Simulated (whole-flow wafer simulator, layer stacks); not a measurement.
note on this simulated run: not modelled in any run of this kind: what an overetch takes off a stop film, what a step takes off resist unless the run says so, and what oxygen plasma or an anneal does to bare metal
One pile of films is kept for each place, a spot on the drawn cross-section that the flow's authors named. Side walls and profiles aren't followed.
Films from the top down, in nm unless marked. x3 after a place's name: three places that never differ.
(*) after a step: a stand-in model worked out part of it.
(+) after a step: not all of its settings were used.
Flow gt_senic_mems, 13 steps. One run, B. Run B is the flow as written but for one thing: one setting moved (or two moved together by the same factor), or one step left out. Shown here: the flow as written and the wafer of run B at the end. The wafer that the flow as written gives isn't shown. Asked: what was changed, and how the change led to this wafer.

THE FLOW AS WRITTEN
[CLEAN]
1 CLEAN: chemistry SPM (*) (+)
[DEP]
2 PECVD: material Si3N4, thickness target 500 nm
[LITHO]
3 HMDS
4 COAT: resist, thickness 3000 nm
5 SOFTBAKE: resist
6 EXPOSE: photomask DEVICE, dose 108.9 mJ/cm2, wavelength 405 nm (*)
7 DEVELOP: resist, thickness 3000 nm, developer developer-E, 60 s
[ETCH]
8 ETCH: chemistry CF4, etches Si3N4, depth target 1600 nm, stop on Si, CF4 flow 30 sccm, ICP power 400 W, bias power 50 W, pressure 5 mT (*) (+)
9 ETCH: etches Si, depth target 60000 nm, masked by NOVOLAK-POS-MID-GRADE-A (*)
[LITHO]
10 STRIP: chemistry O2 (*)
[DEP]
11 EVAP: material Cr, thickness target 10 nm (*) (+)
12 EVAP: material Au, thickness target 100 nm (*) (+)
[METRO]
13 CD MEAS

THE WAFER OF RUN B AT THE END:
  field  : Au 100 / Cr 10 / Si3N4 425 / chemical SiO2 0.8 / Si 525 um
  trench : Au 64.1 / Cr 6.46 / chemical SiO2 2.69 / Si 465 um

The cause: step 2, PECVD: thickness target 425 nm was run, where the flow has thickness target 500 nm.
It can be read off the wafer: field has Si3N4 425, and step 2 as written asks for 500 nm.

How the change led to this, step by step:
  2 PECVD: material Si3N4, thickness target 500 nm
      field, trench: Si3N4 +425 (new film) (as written it would be: Si3N4 +500 (new film))
  8 ETCH: chemistry CF4, etches Si3N4, depth target 1600 nm, stop on Si, CF4 flow 30 sccm, ICP power 400 W, bias power 50 W, pressure 5 mT (*) (+)
      field: resist -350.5 (as written it would be: resist -400.5)
      trench: Si3N4 -425 (all of it), chemical SiO2 -0.8 (all of it) (as written it would be: Si3N4 -500 (all of it), chemical SiO2 -0.8 (all of it))
  10 STRIP: chemistry O2 (*)
      field: resist -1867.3 (all of it) (as written it would be: resist -1817.3 (all of it))
